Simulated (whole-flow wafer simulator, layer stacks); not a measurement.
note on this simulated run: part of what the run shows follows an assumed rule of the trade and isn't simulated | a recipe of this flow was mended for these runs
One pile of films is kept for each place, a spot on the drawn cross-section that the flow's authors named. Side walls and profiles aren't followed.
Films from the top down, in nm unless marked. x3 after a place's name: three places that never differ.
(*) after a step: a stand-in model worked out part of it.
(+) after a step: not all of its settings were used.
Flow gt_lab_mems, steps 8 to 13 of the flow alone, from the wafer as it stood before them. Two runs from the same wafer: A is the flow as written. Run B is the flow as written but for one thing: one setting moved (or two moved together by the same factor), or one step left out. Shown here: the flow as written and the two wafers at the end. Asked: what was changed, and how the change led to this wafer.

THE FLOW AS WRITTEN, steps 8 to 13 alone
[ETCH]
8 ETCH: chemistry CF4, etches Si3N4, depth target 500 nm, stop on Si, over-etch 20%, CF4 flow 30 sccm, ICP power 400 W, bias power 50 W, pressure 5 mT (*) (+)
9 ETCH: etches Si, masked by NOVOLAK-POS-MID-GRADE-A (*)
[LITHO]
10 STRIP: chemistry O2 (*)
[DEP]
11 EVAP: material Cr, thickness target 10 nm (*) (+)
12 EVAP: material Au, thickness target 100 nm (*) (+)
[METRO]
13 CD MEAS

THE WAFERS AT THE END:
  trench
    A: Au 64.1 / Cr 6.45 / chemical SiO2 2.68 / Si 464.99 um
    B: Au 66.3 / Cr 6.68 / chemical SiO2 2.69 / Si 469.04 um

The cause: step 8, ETCH: depth target 350 nm was run, where the flow has depth target 500 nm.

How the change led to this, step by step:
  8 ETCH: chemistry CF4, etches Si3N4, depth target 500 nm, stop on Si, over-etch 20%, CF4 flow 30 sccm, ICP power 400 W, bias power 50 W, pressure 5 mT (*) (+)
      trench: A Si3N4 -500 (all of it), chemical SiO2 -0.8 (all of it), Si -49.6 | B Si3N4 -420
      field: A g/i-line-resist -400 | B g/i-line-resist -280
  9 ETCH: etches Si, masked by NOVOLAK-POS-MID-GRADE-A (*)
      trench: A Si -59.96 um | B Si3N4 -80 (all of it), chemical SiO2 -0.8 (all of it), Si -55.96 um
  10 STRIP: chemistry O2 (*)
      field: A g/i-line-resist -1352 (all of it) | B g/i-line-resist -1472 (all of it)
  12 EVAP: material Au, thickness target 100 nm (*) (+)
      trench: A Au +64.1 (new film) | B Au +66.3 (new film)
